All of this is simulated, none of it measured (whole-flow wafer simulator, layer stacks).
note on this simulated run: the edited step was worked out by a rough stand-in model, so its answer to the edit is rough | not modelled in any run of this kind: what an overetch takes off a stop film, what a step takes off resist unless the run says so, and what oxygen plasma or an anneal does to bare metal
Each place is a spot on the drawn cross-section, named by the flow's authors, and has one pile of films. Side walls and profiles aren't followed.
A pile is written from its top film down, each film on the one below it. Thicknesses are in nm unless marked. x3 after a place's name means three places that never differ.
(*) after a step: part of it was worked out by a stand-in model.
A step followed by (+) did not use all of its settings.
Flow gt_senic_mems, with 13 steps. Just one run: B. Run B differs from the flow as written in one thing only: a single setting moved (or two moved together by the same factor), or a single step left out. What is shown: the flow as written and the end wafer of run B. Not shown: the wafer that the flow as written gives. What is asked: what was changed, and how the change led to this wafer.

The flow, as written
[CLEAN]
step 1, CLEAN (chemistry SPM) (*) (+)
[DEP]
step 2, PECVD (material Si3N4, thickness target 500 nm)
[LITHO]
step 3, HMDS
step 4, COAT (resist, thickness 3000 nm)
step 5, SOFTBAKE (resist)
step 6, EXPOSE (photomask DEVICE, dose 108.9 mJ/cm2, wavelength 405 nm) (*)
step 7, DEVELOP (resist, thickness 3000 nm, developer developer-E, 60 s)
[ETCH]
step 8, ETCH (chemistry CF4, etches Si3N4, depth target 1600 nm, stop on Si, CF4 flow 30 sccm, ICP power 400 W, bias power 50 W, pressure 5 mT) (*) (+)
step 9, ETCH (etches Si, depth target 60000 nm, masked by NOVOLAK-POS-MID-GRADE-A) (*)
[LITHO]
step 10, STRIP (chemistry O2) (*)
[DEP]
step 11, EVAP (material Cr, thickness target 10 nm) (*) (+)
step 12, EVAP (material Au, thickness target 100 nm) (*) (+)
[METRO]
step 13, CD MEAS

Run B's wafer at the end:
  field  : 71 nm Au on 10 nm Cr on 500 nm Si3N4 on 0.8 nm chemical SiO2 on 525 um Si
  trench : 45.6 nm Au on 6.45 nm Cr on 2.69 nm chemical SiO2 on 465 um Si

Cause: step 12, EVAP: thickness target 71 nm was run, though the flow has thickness target 100 nm.
The wafer itself shows it: field has Au 71, and step 12 as written asks for 100 nm.

Step by step, how the change led to this:
  step 12, EVAP (material Au, thickness target 100 nm) (*) (+)
      field: Au gains 71 (new film) (it would be, as written: Au gains 100 (new film))
      trench: Au gains 45.6 (new film) (it would be, as written: Au gains 64.1 (new film))
